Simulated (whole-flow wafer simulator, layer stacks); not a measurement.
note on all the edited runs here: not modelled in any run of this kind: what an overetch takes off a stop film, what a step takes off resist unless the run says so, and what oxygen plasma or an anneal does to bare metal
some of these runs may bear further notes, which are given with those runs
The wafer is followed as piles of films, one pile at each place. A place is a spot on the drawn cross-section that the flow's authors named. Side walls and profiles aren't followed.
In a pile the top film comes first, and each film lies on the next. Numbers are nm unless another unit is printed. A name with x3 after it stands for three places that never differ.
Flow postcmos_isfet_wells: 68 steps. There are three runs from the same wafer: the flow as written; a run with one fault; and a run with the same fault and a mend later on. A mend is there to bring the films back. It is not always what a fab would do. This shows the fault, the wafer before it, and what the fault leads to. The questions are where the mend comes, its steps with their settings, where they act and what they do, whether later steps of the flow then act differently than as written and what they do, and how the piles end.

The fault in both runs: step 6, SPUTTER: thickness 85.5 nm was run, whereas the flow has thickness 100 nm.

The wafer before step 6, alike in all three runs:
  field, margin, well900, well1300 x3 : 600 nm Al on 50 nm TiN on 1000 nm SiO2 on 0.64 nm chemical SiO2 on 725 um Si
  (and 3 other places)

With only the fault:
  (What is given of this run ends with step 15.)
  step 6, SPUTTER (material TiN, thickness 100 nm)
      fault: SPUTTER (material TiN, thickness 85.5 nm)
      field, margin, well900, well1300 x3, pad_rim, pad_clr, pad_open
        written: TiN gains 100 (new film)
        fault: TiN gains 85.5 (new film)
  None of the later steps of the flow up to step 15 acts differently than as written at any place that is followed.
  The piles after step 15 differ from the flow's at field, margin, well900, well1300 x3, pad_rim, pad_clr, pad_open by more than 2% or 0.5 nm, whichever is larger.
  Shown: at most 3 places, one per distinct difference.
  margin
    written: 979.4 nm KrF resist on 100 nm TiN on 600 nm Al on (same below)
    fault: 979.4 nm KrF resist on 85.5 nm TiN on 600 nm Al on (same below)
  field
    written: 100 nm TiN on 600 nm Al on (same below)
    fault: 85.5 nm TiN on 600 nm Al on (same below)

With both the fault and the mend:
  The mend follows step 6.
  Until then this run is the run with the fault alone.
  step 6a, ETCH (chemistry peroxide tin strip, depth target 98.32 nm)
      field, margin, well900, well1300 x3, pad_rim, pad_clr, pad_open
        TiN loses 85.5 (all of it)
  step 6b, SPUTTER (material TiN, thickness 100 nm) (a further turn of the flow's step 6)
      field, margin, well900, well1300 x3, pad_rim, pad_clr, pad_open
        TiN gains 100 (new film)
  None of the later steps of the flow acts differently than as written at any place that is followed.
  The piles end the same as the flow's at every place that both follow.
